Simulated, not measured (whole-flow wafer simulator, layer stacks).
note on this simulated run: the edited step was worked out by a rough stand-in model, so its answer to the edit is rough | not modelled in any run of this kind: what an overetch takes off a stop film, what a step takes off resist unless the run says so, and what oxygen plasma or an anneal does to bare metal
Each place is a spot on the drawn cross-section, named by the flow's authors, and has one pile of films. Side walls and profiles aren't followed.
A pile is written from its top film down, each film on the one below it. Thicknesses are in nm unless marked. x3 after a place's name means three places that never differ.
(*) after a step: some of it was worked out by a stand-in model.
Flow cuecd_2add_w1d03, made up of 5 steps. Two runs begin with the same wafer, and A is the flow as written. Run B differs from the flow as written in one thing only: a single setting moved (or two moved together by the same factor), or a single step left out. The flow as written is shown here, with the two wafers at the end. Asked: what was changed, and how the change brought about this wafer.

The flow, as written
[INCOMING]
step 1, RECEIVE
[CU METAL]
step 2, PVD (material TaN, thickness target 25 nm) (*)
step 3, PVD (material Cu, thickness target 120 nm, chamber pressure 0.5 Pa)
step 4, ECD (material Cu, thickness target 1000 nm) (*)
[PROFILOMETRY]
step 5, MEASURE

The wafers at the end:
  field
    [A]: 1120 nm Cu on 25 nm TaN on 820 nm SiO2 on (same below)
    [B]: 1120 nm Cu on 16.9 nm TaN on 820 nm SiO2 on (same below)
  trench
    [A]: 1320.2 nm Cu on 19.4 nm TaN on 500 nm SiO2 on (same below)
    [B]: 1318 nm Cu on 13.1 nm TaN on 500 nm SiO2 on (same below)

The reason: step 2, PVD: thickness target 16.9 nm was run, while the flow as written has thickness target 25 nm.
The wafer itself shows it: field has TaN 16.9, and step 2 as written asks for 25 nm.

Step by step, how the change led to this:
  step 2, PVD (material TaN, thickness target 25 nm) (*)
      field: A +25 TaN (new film) | B +16.9 TaN (new film)
      trench: A +19.4 TaN (new film) | B +13.1 TaN (new film)
